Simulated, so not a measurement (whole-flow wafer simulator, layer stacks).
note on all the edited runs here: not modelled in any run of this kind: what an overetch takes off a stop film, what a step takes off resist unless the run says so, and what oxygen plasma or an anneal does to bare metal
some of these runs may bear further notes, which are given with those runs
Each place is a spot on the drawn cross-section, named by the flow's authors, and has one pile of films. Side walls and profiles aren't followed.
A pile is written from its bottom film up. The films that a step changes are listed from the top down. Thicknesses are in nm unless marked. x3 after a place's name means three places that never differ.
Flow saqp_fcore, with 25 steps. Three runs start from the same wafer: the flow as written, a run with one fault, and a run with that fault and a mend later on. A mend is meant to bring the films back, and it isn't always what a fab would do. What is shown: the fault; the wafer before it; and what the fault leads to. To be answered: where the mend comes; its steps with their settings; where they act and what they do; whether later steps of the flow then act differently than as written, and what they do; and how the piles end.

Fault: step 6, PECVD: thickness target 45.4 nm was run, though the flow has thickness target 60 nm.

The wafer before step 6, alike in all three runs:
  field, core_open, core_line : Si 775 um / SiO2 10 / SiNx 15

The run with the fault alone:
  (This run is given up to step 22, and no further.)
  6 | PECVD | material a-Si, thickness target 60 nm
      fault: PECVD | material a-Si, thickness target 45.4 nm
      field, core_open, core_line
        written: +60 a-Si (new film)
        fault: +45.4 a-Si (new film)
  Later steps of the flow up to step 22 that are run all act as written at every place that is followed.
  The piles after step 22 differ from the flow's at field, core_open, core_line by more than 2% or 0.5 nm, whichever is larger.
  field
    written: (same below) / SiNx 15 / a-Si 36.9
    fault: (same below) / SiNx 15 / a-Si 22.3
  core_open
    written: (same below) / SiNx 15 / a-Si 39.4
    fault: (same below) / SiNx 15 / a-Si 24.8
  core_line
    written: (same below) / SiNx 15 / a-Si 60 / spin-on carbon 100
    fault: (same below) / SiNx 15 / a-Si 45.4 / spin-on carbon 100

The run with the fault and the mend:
  The mend follows step 7.
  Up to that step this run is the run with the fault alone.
  7a | ETCH | chemistry tmah, depth target 52.21 nm
      field, core_open, core_line
        -45.4 a-Si (all of it)
  7b | PECVD | material a-Si, thickness target 60 nm (the flow's step 6 again)
      field, core_open, core_line
        +60 a-Si (new film)
  Later steps of the flow that are run all act as written at every place that is followed.
  The piles end the same as the flow's at every place that both follow.
